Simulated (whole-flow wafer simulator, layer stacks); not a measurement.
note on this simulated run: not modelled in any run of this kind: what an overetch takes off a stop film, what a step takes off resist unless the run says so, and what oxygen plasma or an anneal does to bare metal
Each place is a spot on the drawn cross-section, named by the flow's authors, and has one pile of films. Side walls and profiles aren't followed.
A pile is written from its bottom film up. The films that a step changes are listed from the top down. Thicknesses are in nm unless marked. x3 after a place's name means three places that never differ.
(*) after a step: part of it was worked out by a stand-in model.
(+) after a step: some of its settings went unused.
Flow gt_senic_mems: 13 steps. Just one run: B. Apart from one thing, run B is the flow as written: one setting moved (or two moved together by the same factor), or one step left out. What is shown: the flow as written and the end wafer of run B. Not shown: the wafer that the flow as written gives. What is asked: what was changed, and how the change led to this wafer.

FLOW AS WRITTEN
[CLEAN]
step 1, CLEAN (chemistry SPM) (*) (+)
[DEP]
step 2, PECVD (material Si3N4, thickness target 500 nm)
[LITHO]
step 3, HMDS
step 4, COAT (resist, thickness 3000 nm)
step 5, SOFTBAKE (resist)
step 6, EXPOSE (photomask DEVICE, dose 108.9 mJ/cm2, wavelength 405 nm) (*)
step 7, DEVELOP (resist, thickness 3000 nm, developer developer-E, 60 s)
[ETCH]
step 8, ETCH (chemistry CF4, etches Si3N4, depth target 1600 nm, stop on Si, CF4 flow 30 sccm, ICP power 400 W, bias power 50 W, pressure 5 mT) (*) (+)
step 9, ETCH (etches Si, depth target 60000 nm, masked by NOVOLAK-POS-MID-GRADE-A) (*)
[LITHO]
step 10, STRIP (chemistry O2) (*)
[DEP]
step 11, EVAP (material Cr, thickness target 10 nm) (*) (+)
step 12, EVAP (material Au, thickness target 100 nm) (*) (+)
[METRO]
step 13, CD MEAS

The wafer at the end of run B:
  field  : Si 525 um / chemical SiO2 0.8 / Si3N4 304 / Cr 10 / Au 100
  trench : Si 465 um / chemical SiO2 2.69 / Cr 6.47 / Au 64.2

Cause: step 2, PECVD: thickness target 304 nm was run, whereas the flow has thickness target 500 nm.
The wafer itself shows it: field has Si3N4 304, and step 2 as written asks for 500 nm.

How this came from the change, step by step:
  step 2, PECVD (material Si3N4, thickness target 500 nm)
      field, trench: Si3N4 gains 304 (new film) (it would be, as written: Si3N4 gains 500 (new film))
  step 8, ETCH (chemistry CF4, etches Si3N4, depth target 1600 nm, stop on Si, CF4 flow 30 sccm, ICP power 400 W, bias power 50 W, pressure 5 mT) (*) (+)
      field: resist loses 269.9 (it would be, as written: resist loses 400.5)
      trench: Si3N4 loses 304 (all of it), chemical SiO2 loses 0.8 (all of it) (it would be, as written: Si3N4 loses 500 (all of it), chemical SiO2 loses 0.8 (all of it))
  step 10, STRIP (chemistry O2) (*)
      field: resist loses 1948 (all of it) (it would be, as written: resist loses 1817.3 (all of it))
